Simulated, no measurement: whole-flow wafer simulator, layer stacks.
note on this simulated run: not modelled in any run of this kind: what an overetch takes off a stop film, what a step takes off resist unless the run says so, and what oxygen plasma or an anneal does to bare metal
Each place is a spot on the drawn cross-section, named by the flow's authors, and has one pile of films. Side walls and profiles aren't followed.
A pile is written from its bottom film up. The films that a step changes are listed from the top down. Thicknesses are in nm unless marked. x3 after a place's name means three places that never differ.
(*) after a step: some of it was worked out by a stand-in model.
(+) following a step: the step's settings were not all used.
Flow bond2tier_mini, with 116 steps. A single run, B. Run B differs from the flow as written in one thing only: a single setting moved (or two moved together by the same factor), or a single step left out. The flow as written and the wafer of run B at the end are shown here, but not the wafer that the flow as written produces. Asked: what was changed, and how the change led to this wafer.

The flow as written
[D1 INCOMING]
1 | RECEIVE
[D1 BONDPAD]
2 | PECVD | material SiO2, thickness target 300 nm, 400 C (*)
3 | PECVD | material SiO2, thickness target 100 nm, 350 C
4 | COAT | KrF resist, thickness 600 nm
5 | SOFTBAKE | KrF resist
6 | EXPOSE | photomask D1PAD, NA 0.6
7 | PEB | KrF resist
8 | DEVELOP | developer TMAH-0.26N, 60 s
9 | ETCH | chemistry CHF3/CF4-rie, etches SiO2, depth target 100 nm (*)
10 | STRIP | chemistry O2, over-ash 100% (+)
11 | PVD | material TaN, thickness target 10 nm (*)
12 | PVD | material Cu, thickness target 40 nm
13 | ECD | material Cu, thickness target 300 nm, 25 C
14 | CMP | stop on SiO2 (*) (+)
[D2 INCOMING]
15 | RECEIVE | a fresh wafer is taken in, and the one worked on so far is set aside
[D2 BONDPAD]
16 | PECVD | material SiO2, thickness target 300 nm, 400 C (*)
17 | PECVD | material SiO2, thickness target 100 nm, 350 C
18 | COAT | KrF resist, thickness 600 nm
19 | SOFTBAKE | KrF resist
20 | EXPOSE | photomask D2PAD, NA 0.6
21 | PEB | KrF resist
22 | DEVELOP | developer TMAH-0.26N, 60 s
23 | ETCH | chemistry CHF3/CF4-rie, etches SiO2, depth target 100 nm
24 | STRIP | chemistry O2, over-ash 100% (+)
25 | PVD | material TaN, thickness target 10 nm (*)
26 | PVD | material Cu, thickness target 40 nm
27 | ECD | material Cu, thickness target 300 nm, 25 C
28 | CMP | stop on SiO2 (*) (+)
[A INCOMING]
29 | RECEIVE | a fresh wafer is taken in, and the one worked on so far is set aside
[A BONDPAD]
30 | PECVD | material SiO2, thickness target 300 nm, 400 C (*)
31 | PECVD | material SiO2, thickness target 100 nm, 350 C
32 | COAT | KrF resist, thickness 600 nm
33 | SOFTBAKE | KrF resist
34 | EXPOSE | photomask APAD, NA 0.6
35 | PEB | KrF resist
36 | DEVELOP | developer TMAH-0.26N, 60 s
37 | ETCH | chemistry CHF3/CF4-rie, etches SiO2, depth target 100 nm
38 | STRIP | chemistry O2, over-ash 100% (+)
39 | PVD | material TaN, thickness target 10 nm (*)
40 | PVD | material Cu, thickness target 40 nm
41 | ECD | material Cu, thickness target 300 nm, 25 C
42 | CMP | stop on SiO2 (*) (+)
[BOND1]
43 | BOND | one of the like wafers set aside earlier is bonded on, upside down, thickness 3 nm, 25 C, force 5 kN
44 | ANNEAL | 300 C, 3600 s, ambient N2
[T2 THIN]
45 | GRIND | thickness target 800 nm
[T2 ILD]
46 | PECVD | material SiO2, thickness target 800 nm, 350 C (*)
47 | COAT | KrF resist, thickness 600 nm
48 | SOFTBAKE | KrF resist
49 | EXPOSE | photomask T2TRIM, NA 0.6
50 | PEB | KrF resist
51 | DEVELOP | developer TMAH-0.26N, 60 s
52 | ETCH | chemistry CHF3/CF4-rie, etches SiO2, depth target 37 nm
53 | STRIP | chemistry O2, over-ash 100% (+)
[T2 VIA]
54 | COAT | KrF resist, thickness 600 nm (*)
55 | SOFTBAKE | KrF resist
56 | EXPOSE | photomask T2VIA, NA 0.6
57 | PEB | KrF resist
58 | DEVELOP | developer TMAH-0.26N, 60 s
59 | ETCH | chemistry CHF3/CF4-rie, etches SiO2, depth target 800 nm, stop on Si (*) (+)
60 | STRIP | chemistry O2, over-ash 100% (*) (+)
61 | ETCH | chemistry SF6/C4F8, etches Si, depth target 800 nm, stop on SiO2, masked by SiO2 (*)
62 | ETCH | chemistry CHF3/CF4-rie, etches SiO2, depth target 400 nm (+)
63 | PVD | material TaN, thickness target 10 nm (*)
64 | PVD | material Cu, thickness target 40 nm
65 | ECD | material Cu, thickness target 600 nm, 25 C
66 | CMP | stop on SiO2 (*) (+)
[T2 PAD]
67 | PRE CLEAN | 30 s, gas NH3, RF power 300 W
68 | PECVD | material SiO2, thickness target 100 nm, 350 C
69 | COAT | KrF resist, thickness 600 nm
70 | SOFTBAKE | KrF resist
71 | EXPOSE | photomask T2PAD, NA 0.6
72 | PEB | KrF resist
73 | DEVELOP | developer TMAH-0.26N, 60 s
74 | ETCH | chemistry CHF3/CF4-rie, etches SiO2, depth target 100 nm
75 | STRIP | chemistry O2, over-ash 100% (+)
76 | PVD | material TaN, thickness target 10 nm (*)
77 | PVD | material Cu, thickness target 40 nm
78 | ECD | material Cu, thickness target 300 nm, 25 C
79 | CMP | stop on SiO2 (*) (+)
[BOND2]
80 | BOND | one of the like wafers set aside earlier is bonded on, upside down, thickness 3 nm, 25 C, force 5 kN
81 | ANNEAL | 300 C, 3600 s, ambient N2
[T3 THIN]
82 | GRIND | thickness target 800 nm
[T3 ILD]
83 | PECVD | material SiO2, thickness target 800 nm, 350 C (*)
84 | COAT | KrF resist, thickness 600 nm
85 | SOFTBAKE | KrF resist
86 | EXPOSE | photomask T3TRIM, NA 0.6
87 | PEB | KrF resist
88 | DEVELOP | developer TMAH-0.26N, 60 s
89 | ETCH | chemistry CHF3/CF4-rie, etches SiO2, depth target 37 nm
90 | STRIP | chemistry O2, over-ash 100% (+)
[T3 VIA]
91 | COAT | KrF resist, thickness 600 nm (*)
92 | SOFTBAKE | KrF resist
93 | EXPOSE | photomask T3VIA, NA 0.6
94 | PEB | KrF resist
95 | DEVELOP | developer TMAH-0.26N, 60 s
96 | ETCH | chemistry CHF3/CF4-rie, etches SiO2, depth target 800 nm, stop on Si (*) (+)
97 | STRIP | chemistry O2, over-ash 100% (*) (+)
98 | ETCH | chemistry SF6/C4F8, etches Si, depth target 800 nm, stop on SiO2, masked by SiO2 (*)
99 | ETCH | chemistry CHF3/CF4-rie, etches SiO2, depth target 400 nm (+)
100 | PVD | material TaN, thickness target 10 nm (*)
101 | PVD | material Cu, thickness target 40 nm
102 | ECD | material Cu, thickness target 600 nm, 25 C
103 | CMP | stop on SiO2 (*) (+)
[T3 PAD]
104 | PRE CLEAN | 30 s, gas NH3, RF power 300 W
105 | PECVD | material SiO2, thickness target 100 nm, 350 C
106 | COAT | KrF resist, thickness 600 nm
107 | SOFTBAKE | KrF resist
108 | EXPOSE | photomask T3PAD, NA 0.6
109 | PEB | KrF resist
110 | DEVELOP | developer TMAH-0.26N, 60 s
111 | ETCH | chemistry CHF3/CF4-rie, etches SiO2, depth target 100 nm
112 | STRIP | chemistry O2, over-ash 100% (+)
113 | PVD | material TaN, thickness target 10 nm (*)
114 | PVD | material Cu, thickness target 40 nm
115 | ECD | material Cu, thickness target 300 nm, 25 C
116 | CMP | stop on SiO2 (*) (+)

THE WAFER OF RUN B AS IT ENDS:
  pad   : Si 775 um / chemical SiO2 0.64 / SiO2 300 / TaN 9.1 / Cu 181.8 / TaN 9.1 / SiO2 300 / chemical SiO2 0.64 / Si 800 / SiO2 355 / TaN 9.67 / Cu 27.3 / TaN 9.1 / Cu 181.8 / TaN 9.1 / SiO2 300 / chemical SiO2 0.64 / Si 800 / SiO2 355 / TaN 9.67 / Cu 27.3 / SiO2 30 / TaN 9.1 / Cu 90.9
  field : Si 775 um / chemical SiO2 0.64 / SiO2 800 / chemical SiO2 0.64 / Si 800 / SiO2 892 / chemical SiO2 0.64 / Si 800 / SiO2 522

What caused this: step 105, PECVD: thickness target 130 nm was run, while the flow as written has thickness target 100 nm.

How this came from the change, step by step:
  105 | PECVD | material SiO2, thickness target 100 nm, 350 C
      field: SiO2 gains 130 (in the flow as written it would be: SiO2 gains 100)
      pad: SiO2 gains 130 (new film) (in the flow as written it would be: SiO2 gains 100 (new film))
  111 | ETCH | chemistry CHF3/CF4-rie, etches SiO2, depth target 100 nm
      pad: SiO2 loses 100 (in the flow as written it would be: SiO2 loses 100 (all of it))
Taking metal films that touch as one body, pad has 4 bodies (between them, from the top down: SiO2 30; SiO2 355 / Si 800 / chemical SiO2 0.64 / SiO2 300; SiO2 355 / Si 800 / chemical SiO2 0.64 / SiO2 300); the flow as written gives 3 bodies (between them, from the top down: SiO2 355 / Si 800 / chemical SiO2 0.64 / SiO2 300; SiO2 355 / Si 800 / chemical SiO2 0.64 / SiO2 300).
